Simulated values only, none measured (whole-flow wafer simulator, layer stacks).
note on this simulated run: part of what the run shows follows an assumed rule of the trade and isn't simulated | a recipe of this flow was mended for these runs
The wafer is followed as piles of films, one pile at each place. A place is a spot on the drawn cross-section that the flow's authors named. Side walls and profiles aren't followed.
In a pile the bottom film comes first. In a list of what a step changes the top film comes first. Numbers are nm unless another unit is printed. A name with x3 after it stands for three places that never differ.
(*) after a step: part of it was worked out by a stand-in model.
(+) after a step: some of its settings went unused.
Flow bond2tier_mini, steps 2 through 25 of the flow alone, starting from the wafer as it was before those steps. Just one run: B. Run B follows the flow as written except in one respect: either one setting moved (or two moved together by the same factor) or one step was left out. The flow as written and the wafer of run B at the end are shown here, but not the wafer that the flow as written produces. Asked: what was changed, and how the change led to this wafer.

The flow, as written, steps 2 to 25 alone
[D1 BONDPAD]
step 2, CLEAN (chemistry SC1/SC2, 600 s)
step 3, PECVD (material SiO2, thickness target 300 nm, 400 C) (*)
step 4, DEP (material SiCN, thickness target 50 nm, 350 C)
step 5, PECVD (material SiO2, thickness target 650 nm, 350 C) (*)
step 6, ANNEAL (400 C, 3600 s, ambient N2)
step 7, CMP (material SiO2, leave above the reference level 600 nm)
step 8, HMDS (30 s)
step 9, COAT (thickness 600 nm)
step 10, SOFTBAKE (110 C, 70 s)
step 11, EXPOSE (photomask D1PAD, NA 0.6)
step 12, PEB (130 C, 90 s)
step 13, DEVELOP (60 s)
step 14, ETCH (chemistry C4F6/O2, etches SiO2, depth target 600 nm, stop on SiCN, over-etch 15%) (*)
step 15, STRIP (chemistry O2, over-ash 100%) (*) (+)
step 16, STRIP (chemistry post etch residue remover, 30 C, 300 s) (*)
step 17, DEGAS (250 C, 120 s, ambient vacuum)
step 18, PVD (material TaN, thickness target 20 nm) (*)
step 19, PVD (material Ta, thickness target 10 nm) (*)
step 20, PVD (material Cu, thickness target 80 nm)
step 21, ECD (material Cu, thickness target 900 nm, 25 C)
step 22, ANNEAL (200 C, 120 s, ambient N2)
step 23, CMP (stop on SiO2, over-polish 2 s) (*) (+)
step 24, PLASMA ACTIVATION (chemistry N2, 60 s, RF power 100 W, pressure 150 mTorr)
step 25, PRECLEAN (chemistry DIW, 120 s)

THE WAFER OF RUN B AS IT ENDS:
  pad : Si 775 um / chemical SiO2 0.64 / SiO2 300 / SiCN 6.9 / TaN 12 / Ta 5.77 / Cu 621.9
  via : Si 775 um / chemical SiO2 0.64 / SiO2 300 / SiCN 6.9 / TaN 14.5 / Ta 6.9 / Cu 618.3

The reason: step 14, ETCH: depth target 744 nm was run, while the flow as written has depth target 600 nm.

The path from the change to this, step by step:
  step 14, ETCH (chemistry C4F6/O2, etches SiO2, depth target 600 nm, stop on SiCN, over-etch 15%) (*)
      pad, via: SiO2 loses 600 (all of it), SiCN loses 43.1 (it would be, as written: SiO2 loses 600 (all of it), SiCN loses 15.2)
      field: thick-KrF-resist loses 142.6 (it would be, as written: thick-KrF-resist loses 115)
  step 15, STRIP (chemistry O2, over-ash 100%) (*) (+)
      field: thick-KrF-resist loses 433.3 (all of it) (it would be, as written: thick-KrF-resist loses 460.9 (all of it))
  step 20, PVD (material Cu, thickness target 80 nm)
      via: Cu gains 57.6 (new film) (it would be, as written: Cu gains 59 (new film))
